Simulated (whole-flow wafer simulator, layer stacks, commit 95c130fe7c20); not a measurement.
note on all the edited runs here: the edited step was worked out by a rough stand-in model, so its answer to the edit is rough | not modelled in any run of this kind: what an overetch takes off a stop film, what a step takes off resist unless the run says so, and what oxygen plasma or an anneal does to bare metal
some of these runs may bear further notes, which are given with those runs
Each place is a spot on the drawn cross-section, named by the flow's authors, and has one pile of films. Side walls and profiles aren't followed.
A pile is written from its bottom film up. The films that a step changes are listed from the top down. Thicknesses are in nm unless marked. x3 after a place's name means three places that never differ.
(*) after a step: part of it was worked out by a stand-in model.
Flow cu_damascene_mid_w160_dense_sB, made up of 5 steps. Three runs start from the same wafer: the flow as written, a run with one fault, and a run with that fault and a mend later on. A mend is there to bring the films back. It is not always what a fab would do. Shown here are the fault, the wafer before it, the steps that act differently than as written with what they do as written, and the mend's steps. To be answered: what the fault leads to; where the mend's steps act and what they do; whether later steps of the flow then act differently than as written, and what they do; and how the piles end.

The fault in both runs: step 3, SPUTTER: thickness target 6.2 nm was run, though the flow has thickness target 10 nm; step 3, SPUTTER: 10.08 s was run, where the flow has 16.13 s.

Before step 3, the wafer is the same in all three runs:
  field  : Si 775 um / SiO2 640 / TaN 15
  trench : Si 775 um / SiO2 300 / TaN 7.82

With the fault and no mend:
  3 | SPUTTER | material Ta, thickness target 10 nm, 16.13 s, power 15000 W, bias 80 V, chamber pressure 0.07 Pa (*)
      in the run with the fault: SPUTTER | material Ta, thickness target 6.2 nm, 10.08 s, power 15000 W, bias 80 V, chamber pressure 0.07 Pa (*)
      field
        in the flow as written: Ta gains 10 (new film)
        in the run with the fault: Ta gains 6.2 (new film)
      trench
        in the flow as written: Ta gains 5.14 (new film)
        in the run with the fault: Ta gains 3.18 (new film)
  Later steps of the flow that are run all act as written at every place that is followed, up to a difference of at most 2% or 0.5 nm, whichever is larger.
  At field, trench, the piles at the end differ from the flow's by more than 2% or 0.5 nm, whichever is larger.
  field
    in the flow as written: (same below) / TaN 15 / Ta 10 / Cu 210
    in the run with the fault: (same below) / TaN 15 / Ta 6.2 / Cu 210
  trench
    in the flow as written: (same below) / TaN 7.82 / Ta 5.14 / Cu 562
    in the run with the fault: (same below) / TaN 7.82 / Ta 3.18 / Cu 560.2

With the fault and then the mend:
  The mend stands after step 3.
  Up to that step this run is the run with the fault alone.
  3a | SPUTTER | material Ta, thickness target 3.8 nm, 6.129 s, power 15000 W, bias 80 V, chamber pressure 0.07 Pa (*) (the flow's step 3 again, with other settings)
      field
        Ta gains 3.8
      trench
        Ta gains 1.92
  Later steps of the flow that are run all act as written at every place that is followed, up to a difference of at most 2% or 0.5 nm, whichever is larger.
  The piles end only slightly different from the flow's at the places that both follow, by no more than 2% or 0.5 nm, whichever is larger.
